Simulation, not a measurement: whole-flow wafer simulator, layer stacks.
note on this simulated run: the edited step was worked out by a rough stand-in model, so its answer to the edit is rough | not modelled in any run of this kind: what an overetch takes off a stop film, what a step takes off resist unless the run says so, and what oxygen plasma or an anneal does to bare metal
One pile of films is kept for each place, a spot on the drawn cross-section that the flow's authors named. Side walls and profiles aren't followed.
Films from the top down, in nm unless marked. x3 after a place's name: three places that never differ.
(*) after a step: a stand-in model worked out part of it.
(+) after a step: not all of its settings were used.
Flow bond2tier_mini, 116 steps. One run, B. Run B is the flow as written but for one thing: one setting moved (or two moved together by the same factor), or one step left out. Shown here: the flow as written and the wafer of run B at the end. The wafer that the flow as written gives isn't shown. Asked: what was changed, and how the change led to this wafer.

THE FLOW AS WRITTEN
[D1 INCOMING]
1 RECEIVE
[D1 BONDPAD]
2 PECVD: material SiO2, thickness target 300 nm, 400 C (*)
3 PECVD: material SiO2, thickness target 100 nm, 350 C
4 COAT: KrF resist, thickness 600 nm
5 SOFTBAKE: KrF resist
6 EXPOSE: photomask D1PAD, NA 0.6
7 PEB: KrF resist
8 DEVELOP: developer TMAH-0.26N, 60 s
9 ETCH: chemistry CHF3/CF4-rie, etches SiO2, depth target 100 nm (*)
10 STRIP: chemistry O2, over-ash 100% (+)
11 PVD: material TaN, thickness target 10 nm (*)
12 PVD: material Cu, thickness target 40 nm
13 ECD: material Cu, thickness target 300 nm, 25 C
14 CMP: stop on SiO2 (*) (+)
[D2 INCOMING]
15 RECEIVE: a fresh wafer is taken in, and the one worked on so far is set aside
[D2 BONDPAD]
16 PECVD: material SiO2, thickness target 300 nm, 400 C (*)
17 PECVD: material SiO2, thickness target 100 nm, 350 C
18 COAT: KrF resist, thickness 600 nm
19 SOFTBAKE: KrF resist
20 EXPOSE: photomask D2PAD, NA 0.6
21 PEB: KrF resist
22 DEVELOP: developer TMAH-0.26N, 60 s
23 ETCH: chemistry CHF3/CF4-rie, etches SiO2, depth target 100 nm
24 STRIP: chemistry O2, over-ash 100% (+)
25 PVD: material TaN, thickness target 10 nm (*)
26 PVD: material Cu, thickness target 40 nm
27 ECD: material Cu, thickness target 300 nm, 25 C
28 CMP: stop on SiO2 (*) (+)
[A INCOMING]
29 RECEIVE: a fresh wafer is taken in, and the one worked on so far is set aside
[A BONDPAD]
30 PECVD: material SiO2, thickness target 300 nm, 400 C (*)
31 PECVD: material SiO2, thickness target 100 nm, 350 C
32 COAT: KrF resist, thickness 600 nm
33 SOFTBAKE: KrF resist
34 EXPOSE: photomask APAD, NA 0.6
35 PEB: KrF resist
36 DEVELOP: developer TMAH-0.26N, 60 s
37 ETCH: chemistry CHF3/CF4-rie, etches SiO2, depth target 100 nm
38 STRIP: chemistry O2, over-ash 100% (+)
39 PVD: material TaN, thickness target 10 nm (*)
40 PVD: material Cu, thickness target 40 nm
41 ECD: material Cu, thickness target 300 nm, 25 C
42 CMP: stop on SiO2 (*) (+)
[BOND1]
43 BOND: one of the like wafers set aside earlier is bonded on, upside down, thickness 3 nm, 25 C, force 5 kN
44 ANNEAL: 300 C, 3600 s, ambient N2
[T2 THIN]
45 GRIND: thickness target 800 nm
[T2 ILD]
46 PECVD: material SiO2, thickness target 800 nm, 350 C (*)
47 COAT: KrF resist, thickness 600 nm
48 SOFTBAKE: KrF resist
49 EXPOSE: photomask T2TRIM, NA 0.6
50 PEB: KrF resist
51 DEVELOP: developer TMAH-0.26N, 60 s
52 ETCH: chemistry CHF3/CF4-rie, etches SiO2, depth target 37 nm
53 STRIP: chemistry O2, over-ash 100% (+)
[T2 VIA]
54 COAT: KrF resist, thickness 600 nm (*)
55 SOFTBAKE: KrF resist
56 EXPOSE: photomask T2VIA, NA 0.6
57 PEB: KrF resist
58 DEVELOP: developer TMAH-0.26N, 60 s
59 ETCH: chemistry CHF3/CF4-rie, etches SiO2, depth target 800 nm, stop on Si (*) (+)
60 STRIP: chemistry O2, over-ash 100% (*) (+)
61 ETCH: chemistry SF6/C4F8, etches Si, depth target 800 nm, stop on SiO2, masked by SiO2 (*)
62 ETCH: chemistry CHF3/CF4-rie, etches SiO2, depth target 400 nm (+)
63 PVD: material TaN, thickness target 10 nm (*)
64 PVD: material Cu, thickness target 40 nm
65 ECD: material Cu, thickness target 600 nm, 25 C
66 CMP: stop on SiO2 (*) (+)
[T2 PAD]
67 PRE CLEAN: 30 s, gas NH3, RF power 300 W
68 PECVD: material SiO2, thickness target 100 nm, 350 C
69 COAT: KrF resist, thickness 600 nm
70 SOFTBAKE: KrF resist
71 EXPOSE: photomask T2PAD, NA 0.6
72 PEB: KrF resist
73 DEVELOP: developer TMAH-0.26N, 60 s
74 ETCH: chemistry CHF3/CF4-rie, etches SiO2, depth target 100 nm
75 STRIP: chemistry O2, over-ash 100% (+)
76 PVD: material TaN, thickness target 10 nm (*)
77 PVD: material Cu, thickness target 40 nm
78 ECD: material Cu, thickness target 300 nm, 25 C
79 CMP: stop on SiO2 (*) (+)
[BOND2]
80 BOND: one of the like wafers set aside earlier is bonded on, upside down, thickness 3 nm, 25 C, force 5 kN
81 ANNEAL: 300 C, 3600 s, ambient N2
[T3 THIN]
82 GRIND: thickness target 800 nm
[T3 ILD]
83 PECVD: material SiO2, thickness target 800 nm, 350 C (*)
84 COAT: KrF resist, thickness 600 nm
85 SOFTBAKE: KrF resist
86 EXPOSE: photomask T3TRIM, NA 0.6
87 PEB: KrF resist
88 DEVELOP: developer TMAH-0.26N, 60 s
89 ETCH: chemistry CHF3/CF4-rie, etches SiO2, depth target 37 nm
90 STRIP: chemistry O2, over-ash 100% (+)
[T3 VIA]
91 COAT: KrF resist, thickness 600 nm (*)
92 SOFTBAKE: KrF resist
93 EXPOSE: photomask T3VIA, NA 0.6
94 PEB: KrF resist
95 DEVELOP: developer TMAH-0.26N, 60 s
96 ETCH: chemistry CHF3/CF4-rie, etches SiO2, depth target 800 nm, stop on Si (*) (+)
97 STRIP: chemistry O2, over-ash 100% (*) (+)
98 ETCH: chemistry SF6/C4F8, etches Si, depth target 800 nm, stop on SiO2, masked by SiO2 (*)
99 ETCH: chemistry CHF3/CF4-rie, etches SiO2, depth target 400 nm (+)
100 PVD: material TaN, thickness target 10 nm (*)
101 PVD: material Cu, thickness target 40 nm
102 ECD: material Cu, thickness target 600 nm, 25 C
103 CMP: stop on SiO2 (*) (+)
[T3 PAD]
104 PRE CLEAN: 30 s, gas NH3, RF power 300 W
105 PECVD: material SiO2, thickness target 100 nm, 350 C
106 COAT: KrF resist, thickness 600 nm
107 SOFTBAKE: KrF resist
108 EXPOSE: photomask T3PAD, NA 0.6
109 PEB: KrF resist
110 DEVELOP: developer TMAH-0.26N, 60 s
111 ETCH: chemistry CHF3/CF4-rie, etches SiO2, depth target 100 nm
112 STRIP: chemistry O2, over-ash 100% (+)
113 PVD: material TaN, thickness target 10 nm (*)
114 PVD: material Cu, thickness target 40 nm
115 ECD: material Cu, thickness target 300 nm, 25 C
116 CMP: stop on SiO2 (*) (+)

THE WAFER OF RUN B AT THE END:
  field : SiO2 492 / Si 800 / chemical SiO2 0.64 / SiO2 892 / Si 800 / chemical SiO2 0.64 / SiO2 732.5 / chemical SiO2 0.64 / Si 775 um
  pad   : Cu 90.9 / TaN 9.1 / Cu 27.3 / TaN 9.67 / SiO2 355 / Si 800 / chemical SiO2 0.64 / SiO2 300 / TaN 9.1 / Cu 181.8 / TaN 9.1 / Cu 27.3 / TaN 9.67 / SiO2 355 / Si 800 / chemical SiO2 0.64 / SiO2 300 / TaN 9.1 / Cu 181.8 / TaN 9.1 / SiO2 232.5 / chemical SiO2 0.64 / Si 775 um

The cause: step 30, PECVD: thickness target 232.5 nm was run, where the flow has thickness target 300 nm.
It can be read off the wafer: pad has SiO2 232.5, and step 30 as written asks for 300 nm.

How the change led to this, step by step:
  30 PECVD: material SiO2, thickness target 300 nm, 400 C (*)
      field, pad, via: SiO2 +232.5 (new film) (as written it would be: SiO2 +300 (new film))
